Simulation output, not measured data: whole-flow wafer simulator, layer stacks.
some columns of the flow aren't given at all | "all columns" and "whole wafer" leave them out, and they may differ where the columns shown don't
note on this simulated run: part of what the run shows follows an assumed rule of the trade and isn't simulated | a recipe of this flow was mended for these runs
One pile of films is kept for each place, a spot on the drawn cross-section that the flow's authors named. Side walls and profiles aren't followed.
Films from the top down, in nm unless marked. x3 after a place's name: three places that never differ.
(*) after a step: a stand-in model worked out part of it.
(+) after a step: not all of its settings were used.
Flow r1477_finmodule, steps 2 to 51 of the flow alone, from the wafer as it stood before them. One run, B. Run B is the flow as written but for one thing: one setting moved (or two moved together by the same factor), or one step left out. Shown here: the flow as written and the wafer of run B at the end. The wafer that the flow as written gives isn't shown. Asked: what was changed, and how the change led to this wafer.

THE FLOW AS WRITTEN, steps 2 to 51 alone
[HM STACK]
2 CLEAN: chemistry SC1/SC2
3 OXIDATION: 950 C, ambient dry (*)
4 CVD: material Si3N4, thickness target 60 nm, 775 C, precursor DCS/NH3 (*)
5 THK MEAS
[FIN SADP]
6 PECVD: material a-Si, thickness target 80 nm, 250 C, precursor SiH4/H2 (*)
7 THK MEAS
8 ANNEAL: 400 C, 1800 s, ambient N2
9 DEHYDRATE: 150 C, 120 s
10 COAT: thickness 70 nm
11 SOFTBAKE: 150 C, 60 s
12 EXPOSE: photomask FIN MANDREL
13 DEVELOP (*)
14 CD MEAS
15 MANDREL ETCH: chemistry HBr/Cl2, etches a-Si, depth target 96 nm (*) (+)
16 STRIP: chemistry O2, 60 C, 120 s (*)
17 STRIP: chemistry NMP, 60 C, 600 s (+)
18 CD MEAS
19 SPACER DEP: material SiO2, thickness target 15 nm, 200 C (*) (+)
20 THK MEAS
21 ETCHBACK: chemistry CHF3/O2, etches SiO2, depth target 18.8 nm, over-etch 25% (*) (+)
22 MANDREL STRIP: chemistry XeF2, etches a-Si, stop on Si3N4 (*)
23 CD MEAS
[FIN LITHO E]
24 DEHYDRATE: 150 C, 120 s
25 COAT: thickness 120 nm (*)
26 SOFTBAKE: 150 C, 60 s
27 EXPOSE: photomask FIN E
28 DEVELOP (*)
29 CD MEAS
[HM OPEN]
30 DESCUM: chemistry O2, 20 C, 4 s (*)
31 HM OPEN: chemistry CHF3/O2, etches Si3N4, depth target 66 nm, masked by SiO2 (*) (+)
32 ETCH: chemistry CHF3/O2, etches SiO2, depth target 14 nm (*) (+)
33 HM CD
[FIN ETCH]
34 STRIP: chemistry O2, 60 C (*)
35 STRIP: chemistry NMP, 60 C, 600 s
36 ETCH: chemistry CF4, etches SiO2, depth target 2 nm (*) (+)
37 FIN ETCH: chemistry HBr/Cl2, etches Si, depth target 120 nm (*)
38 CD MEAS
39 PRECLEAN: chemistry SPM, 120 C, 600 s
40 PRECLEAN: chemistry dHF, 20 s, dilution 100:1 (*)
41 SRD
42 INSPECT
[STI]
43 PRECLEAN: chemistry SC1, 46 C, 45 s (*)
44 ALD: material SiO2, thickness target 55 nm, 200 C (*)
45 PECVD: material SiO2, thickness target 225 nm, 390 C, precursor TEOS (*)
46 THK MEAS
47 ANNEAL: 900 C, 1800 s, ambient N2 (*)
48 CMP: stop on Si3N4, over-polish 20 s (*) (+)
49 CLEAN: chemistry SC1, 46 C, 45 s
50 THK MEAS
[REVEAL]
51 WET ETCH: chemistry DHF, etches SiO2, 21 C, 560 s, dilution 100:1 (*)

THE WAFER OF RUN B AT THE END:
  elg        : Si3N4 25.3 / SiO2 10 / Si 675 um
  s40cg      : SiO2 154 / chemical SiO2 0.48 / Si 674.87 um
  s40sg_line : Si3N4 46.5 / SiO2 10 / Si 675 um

The cause: step 4, CVD: thickness target 51.4 nm was run, where the flow has thickness target 60 nm.

How the change led to this, step by step:
  4 CVD: material Si3N4, thickness target 60 nm, 775 C, precursor DCS/NH3 (*)
      pad, padg, elg and 33 more: Si3N4 +51.4 (new film) (as written it would be: Si3N4 +60 (new film))
  31 HM OPEN: chemistry CHF3/O2, etches Si3N4, depth target 66 nm, masked by SiO2 (*) (+)
      pad, padg, esg and 13 more: Si3N4 -45.5 (all of it), SiO2 -10 (all of it), Si -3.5 (as written it would be: Si3N4 -54.1 (all of it), SiO2 -5.95)
      s40cg, s45cg, s50cg, s40co, s45co, s50co: Si3N4 -51.4 (all of it), SiO2 -7.3 (as written it would be: Si3N4 -60 (all of it), SiO2 -3)
  32 ETCH: chemistry CHF3/O2, etches SiO2, depth target 14 nm (*) (+)
      pad, padg: Si -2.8 (as written it would be: SiO2 -4.05 (all of it), Si -1.99)
      esg, eso: Si -2.31 (as written it would be: SiO2 -4.05 (all of it), Si -1.99)
      (and at 18 more places)
  44 ALD: material SiO2, thickness target 55 nm, 200 C (*)
      s40cg, s45cg, s50cg, s40co, s45co, s50co: SiO2 +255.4 (new film) (as written it would be: SiO2 +263.2 (new film))
      esg, eso: SiO2 +218.4 (new film) (as written it would be: SiO2 +223.2 (new film))
      (and at 4 more places)
  48 CMP: stop on Si3N4, over-polish 20 s (*) (+)
      pad, padg: SiO2 -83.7 (as written it would be: SiO2 -79.4)
